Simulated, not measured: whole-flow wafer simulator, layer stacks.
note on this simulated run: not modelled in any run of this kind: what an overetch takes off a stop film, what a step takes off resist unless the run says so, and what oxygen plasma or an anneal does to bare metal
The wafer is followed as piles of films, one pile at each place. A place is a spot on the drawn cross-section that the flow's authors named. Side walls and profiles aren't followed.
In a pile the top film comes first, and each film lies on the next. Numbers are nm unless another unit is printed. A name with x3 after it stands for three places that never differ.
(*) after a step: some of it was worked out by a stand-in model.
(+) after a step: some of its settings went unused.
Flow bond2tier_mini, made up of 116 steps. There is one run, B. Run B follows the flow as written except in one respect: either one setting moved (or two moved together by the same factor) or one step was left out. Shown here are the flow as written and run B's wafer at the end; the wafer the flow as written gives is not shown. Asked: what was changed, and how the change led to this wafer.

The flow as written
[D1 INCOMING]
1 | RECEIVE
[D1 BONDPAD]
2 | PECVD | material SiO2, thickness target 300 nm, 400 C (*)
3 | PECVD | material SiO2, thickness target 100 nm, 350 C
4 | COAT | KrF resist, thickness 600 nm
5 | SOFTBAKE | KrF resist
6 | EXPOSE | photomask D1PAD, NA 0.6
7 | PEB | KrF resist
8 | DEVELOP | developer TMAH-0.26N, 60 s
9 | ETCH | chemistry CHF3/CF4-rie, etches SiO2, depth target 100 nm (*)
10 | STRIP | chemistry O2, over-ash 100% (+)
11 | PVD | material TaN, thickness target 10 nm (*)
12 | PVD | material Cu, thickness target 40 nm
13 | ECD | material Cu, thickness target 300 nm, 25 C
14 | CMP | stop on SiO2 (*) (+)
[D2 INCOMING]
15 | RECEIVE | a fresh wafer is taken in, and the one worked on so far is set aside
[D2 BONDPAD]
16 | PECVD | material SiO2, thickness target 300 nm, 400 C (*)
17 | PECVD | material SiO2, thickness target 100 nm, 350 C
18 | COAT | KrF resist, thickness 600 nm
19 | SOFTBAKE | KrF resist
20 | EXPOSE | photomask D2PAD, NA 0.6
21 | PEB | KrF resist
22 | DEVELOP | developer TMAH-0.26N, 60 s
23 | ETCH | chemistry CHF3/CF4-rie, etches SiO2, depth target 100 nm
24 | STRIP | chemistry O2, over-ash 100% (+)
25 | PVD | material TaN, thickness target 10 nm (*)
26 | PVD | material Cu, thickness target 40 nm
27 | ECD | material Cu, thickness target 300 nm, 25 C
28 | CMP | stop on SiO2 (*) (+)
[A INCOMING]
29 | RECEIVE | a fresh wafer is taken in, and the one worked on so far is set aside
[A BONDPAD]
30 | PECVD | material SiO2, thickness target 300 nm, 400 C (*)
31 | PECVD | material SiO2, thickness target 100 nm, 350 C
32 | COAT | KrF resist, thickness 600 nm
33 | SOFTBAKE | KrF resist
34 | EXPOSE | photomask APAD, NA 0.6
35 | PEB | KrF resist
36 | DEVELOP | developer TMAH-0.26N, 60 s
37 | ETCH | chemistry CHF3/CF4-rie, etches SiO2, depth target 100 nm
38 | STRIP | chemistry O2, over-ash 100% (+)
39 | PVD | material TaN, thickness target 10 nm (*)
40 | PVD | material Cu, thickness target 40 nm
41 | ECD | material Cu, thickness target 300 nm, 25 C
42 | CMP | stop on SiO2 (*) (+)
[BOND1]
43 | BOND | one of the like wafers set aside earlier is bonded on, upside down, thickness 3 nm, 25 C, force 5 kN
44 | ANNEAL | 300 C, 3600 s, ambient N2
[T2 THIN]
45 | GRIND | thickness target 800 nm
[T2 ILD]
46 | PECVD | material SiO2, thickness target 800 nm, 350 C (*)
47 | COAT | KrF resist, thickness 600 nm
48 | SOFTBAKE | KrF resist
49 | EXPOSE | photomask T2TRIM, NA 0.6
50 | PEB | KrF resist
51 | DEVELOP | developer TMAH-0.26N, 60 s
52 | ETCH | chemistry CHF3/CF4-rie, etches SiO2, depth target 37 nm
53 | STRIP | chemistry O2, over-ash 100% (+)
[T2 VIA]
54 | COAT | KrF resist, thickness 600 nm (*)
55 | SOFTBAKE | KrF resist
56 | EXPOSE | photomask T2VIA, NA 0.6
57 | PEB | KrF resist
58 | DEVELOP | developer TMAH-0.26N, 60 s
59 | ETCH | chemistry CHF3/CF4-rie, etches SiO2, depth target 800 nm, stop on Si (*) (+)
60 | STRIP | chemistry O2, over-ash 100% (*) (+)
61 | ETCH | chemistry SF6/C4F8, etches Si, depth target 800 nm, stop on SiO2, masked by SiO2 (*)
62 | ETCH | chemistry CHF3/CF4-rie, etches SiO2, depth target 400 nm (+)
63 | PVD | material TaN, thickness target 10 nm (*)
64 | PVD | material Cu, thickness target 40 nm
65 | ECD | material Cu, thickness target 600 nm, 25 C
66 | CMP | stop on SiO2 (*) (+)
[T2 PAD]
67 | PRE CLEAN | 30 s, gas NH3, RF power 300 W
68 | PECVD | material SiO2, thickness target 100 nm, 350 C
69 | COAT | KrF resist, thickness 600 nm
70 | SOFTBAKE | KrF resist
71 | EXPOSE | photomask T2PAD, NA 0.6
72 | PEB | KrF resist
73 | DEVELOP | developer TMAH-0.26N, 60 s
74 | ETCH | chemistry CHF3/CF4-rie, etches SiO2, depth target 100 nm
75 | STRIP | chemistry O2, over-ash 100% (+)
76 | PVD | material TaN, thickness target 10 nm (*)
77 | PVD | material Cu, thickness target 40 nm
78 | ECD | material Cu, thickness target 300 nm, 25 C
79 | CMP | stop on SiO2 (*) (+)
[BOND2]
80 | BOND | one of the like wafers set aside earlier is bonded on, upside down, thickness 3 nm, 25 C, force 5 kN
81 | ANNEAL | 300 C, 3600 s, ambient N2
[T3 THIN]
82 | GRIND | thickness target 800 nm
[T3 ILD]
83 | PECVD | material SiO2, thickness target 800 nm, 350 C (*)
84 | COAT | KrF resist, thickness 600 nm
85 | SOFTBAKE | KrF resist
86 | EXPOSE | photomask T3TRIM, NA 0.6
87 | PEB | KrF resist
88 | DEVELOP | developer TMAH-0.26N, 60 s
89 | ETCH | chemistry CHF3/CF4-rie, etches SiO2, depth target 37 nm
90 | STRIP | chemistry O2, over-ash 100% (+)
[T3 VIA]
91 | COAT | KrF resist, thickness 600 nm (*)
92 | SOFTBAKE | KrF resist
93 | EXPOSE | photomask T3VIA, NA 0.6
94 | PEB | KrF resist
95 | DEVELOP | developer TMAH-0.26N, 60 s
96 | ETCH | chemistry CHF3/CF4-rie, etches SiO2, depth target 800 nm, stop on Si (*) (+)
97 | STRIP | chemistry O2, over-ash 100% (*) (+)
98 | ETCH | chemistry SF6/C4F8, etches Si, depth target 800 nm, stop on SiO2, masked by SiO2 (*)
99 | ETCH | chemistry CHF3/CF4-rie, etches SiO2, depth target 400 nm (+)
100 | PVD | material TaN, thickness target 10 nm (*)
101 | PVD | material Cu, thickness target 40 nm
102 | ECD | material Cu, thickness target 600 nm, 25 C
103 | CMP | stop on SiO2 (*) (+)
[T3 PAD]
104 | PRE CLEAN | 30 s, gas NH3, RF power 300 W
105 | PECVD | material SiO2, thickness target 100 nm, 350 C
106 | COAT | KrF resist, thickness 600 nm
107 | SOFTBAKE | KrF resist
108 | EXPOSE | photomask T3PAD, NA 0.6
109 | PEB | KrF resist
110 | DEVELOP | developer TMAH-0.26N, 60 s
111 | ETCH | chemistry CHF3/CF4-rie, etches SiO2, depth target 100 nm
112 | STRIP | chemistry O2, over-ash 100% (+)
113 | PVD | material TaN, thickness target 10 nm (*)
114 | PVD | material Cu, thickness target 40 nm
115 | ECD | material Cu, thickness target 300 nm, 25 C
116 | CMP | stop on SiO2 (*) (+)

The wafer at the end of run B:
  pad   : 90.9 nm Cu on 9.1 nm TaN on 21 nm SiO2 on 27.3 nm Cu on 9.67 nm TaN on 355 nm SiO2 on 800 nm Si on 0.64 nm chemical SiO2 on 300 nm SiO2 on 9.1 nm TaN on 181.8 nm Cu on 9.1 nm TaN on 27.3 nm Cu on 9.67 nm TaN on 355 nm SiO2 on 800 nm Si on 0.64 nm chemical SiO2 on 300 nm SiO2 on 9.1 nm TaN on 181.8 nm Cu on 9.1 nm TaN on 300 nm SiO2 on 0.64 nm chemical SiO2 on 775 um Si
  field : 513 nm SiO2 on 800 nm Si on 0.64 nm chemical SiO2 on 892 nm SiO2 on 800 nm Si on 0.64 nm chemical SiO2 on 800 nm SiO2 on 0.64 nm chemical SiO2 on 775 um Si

Cause: step 105, PECVD: thickness target 121 nm was run, while the flow as written has thickness target 100 nm.

Step by step, how the change led to this:
  105 | PECVD | material SiO2, thickness target 100 nm, 350 C
      field: +121 SiO2 (as written it would have been: +100 SiO2)
      pad: +121 SiO2 (new film) (as written it would have been: +100 SiO2 (new film))
  111 | ETCH | chemistry CHF3/CF4-rie, etches SiO2, depth target 100 nm
      pad: -100 SiO2 (as written it would have been: -100 SiO2 (all of it))
Taking metal films that touch as one body, pad has 4 bodies (between them, from the top down: SiO2 21; SiO2 355 / Si 800 / chemical SiO2 0.64 / SiO2 300; SiO2 355 / Si 800 / chemical SiO2 0.64 / SiO2 300); the flow as written gives 3 bodies (between them, from the top down: SiO2 355 / Si 800 / chemical SiO2 0.64 / SiO2 300; SiO2 355 / Si 800 / chemical SiO2 0.64 / SiO2 300).
